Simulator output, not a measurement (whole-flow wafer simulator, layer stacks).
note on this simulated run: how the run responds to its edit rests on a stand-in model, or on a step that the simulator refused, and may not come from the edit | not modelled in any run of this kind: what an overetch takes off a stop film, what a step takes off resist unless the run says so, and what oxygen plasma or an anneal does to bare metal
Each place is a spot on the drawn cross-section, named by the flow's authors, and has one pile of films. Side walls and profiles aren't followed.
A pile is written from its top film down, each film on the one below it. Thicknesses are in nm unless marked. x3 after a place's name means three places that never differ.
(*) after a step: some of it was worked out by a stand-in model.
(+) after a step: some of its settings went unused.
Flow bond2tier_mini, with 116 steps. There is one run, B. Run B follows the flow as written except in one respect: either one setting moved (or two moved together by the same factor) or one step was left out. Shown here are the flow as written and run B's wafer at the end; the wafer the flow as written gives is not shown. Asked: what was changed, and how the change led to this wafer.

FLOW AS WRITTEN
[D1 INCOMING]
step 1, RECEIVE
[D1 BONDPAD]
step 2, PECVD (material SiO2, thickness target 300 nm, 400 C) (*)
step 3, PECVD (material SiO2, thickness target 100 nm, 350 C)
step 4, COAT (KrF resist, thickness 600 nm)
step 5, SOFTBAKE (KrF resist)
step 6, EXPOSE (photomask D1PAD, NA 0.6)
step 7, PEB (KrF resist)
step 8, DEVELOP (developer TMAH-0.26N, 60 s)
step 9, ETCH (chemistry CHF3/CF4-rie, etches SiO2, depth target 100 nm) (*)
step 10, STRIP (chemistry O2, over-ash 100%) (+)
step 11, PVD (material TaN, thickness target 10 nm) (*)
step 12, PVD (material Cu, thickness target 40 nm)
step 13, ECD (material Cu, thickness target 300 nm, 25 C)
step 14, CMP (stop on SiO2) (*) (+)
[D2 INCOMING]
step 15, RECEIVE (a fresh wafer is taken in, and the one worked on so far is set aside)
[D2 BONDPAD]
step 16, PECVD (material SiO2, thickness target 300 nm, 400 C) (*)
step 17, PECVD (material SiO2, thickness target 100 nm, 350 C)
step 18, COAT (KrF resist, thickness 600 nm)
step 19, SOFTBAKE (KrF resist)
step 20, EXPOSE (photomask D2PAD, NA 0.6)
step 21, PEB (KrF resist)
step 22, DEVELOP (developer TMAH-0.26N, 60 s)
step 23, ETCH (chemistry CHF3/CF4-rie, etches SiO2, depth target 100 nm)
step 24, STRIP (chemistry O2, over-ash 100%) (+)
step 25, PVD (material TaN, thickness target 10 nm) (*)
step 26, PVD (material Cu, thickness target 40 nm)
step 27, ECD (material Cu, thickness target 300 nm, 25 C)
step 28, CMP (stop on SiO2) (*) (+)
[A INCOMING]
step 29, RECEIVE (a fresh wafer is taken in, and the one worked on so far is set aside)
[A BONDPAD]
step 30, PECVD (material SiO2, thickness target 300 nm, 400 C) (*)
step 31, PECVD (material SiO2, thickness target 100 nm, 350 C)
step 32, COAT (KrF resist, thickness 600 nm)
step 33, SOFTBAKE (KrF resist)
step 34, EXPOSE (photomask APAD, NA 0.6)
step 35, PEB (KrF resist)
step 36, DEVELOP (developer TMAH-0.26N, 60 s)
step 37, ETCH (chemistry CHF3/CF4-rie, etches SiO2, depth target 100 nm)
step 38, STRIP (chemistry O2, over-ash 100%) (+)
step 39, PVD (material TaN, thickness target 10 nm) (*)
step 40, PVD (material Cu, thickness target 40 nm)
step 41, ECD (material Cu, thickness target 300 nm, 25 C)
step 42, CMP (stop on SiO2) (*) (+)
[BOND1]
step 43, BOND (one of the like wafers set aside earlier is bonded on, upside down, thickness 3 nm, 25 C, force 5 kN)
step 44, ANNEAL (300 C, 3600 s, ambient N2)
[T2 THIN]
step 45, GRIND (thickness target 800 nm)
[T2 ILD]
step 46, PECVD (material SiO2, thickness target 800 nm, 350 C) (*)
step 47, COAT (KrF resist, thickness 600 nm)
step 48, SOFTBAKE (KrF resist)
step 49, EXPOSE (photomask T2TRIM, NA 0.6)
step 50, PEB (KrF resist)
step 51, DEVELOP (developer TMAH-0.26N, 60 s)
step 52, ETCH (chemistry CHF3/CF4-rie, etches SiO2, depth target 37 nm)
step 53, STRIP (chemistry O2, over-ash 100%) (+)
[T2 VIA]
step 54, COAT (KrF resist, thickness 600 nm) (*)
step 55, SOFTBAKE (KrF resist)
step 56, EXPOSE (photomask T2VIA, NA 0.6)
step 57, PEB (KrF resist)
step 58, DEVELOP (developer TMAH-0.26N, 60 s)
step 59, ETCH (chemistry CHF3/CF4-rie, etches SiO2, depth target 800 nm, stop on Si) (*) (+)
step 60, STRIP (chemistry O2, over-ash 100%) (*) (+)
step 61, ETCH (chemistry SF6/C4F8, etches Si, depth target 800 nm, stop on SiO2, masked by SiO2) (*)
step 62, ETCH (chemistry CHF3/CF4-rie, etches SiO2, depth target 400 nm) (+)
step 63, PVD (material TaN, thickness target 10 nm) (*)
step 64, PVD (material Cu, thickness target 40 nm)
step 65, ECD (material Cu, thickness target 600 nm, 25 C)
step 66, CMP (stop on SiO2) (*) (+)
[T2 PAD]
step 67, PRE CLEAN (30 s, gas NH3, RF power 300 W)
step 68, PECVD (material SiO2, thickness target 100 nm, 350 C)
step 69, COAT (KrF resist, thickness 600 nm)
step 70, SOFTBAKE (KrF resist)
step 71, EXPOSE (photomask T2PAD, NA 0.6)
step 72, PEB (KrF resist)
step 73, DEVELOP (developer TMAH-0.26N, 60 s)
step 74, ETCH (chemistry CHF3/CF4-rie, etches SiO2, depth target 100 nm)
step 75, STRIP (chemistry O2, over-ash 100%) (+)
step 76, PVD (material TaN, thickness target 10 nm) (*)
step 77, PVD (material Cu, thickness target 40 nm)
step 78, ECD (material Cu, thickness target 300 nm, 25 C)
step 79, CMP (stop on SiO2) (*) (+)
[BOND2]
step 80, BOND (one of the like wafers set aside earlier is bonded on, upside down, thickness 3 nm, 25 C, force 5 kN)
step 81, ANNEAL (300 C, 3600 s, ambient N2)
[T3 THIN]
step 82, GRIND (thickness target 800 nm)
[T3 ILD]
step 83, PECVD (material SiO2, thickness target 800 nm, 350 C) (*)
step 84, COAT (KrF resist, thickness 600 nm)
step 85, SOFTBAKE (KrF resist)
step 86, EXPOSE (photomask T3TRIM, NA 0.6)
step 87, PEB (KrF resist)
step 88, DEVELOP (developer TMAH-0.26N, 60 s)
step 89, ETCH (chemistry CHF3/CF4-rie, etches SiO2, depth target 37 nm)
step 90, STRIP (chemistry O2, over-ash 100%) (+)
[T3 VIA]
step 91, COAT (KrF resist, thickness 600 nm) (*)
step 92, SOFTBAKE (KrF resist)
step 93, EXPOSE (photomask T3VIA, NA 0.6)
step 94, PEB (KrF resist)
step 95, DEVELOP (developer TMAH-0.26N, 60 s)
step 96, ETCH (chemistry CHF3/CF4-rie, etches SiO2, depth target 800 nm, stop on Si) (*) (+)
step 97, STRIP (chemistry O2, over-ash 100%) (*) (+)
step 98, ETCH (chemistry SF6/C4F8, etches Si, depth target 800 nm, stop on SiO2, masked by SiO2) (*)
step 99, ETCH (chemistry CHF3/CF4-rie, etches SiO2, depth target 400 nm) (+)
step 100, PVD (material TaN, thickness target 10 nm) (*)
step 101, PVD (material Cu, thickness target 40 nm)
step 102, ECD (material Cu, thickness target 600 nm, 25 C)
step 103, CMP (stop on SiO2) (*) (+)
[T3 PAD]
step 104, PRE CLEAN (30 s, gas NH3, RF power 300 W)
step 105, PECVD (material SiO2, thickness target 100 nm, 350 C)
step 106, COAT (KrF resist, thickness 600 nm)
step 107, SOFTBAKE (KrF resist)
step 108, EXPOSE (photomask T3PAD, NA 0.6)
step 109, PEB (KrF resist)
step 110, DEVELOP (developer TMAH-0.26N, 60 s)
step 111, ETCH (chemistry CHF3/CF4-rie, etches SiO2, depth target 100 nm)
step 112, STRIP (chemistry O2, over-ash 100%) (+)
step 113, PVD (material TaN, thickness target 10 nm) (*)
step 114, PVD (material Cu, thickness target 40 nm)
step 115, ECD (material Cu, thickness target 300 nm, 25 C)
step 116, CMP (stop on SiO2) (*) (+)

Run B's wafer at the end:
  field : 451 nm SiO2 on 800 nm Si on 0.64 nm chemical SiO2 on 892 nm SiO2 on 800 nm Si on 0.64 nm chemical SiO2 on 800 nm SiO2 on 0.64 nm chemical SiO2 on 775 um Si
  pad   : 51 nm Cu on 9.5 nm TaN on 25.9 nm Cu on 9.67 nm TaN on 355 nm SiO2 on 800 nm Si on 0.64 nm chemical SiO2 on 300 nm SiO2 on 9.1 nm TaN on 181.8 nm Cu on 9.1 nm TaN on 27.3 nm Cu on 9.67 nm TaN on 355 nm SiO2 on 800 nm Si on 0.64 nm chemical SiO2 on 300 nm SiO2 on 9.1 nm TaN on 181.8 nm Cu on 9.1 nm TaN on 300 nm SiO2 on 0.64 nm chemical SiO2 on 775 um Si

Cause: step 105, PECVD: thickness target 59 nm was run, though the flow has thickness target 100 nm.

How this came from the change, step by step:
  step 105, PECVD (material SiO2, thickness target 100 nm, 350 C)
      field: +59 SiO2 (as written it would have been: +100 SiO2)
      pad: +59 SiO2 (new film) (as written it would have been: +100 SiO2 (new film))
  step 111, ETCH (chemistry CHF3/CF4-rie, etches SiO2, depth target 100 nm)
      pad: -59 SiO2 (all of it), -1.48 Cu (as written it would have been: -100 SiO2 (all of it))
      field: -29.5 KrF resist (as written it would have been: -33.3 KrF resist)
  step 114, PVD (material Cu, thickness target 40 nm)
      pad: +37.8 Cu (new film) (as written it would have been: +36.4 Cu (new film))
  step 115, ECD (material Cu, thickness target 300 nm, 25 C)
      pad: +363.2 Cu (as written it would have been: +404.5 Cu)
